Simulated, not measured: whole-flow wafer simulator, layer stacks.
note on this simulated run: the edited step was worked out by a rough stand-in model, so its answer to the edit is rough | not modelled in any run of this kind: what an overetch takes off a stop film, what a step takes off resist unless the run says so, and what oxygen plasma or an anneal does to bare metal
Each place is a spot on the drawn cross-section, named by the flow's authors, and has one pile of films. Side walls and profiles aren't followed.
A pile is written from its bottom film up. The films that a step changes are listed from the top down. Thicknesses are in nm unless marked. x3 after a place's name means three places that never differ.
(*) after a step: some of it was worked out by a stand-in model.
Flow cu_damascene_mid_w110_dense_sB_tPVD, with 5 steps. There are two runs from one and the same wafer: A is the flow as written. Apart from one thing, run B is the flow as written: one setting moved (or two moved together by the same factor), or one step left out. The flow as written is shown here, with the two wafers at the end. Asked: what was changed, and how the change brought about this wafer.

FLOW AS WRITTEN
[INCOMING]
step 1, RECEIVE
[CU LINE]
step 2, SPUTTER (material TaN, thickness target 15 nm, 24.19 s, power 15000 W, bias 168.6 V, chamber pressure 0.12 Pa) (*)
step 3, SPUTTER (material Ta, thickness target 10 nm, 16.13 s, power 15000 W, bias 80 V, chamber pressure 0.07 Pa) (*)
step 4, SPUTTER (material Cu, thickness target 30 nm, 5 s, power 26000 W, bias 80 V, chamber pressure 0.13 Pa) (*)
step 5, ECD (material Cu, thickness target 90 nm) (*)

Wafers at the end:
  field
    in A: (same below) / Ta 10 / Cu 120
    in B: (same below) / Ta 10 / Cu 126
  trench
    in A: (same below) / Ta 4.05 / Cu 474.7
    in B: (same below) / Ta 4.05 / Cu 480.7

Cause: step 4, SPUTTER: 6 s was run, though the flow has 5 s.

Step by step, how the change led to this:
  step 4, SPUTTER (material Cu, thickness target 30 nm, 5 s, power 26000 W, bias 80 V, chamber pressure 0.13 Pa) (*)
      field: A Cu gains 30 (new film) | B Cu gains 36 (new film)
      trench: A Cu gains 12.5 (new film) | B Cu gains 15 (new film)
